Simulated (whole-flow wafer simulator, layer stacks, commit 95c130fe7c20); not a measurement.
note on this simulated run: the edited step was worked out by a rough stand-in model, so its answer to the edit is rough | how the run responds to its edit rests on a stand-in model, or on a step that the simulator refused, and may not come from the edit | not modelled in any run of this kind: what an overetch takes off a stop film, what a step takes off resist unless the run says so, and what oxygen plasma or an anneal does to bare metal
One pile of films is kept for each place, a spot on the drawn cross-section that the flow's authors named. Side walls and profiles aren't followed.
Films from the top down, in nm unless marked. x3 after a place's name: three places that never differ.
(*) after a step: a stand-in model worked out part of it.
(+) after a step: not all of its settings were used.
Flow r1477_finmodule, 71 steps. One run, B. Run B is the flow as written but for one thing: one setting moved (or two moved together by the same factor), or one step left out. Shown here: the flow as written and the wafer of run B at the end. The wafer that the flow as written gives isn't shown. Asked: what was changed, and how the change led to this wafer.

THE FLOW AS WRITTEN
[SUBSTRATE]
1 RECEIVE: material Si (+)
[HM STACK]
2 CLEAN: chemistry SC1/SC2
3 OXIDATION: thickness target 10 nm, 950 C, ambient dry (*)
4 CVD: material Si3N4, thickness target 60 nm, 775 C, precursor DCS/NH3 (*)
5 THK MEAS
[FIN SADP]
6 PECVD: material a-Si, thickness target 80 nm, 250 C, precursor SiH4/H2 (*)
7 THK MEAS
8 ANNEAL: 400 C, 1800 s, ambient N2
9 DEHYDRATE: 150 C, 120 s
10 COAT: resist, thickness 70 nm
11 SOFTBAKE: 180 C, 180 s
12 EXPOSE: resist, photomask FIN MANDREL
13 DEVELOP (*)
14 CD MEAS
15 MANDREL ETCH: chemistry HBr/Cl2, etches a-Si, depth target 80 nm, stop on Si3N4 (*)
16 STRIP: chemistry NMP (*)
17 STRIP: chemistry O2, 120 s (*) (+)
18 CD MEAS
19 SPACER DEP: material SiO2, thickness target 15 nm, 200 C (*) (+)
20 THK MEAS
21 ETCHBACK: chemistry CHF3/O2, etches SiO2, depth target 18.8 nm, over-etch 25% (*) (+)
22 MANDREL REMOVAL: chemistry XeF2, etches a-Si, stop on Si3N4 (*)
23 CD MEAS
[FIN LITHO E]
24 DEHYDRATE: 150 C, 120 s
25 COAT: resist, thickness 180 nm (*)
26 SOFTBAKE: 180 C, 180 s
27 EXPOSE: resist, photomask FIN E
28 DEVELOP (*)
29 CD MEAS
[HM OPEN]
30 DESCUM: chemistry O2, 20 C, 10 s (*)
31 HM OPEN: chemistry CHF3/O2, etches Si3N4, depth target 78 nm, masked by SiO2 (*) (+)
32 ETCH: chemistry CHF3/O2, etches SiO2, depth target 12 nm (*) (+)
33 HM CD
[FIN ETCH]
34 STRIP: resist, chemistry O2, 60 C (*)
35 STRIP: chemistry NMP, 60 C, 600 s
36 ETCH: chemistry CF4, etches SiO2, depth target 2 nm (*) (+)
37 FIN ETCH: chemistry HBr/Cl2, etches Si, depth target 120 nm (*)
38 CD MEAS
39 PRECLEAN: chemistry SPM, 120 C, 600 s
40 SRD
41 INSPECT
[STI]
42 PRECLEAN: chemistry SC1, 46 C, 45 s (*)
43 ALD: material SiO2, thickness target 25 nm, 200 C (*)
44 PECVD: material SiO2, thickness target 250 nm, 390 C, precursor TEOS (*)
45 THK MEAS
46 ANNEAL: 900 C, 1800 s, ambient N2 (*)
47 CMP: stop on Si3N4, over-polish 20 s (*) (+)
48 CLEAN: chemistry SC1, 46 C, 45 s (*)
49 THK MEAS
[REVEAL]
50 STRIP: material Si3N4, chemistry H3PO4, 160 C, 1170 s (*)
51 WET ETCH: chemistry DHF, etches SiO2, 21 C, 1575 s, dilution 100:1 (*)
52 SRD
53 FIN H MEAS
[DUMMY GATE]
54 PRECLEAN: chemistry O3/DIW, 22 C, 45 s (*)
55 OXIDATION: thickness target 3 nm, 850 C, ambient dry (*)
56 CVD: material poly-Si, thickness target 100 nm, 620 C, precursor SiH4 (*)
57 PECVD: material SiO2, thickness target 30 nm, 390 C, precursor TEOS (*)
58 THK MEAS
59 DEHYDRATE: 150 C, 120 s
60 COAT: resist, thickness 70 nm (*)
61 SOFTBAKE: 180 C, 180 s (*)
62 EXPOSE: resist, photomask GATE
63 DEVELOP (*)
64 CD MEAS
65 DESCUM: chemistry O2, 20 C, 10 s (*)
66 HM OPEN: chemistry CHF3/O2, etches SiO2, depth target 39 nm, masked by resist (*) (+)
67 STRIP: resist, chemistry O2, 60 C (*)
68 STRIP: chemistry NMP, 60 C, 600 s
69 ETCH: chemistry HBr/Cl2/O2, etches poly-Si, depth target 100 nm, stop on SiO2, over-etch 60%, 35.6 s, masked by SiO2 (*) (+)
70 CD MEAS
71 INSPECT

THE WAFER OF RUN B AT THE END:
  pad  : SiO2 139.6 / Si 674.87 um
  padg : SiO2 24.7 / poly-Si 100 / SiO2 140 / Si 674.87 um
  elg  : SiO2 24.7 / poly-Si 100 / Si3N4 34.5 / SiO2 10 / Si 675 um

The cause: step 51, WET ETCH: 898 s was run, where the flow has 1575 s.

How the change led to this, step by step:
  51 WET ETCH: chemistry DHF, etches SiO2, 21 C, 1575 s, dilution 100:1 (*)
      pad, padg, e40sg and 12 more: SiO2 -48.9 (as written it would be: SiO2 -85.7)
      elg, e40lg, e100lg, e200lg, elo, e40lo, e100lo, e200lo: SiO2 -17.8 (all of it), Si3N4 -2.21 (as written it would be: SiO2 -17.8 (all of it), Si3N4 -4.97)
      (and at 7 more places)
  56 CVD: material poly-Si, thickness target 100 nm, 620 C, precursor SiH4 (*)
      s40sg_line, s45sg_line, s50sg_line, s40so_line, s45so_line, s50so_line: poly-Si +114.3 (new film) (as written it would be: poly-Si +100 (new film))
      s40cg, s40co: poly-Si +100 (new film) (as written it would be: poly-Si +113.9 (new film))
      (and at 5 more places)
  60 COAT: resist, thickness 70 nm (*)
      e40lg, e100lg, e200lg, elo, e40lo, e100lo, e200lo: resist +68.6 (new film) (as written it would be: resist +66.9 (new film))
      e40sg, eso, e40so: resist +97.1 (new film) (as written it would be: resist +129.5 (new film))
      (and at 22 more places)
  63 DEVELOP (*)
      elo, e40lo, e100lo, e200lo: resist -68.6 (all of it) (as written it would be: resist -66.9 (all of it))
      eso, e40so: resist -97.1 (all of it) (as written it would be: resist -129.5 (all of it))
      (and at 11 more places)
  67 STRIP: resist, chemistry O2, 60 C (*)
      e40lg, e100lg, e200lg: resist -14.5 (all of it) (as written it would be: resist -12.8 (all of it))
      e40sg: resist -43 (all of it) (as written it would be: resist -75.4 (all of it))
      (and at 11 more places)
  69 ETCH: chemistry HBr/Cl2/O2, etches poly-Si, depth target 100 nm, stop on SiO2, over-etch 60%, 35.6 s, masked by SiO2 (*) (+)
      s40so_line, s45so_line, s50so_line: chemical SiO2 -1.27 (all of it), poly-Si -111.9 (all of it), SiO2 -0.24 (as written it would be: chemical SiO2 -1.46 (all of it), poly-Si -97.6 (all of it), SiO2 -0.42)
      s40co: chemical SiO2 -1.27 (all of it), poly-Si -97.6 (all of it), SiO2 -0.42 (as written it would be: chemical SiO2 -1.46 (all of it), poly-Si -111.5 (all of it), SiO2 -0.24)
      (and at 2 more places)
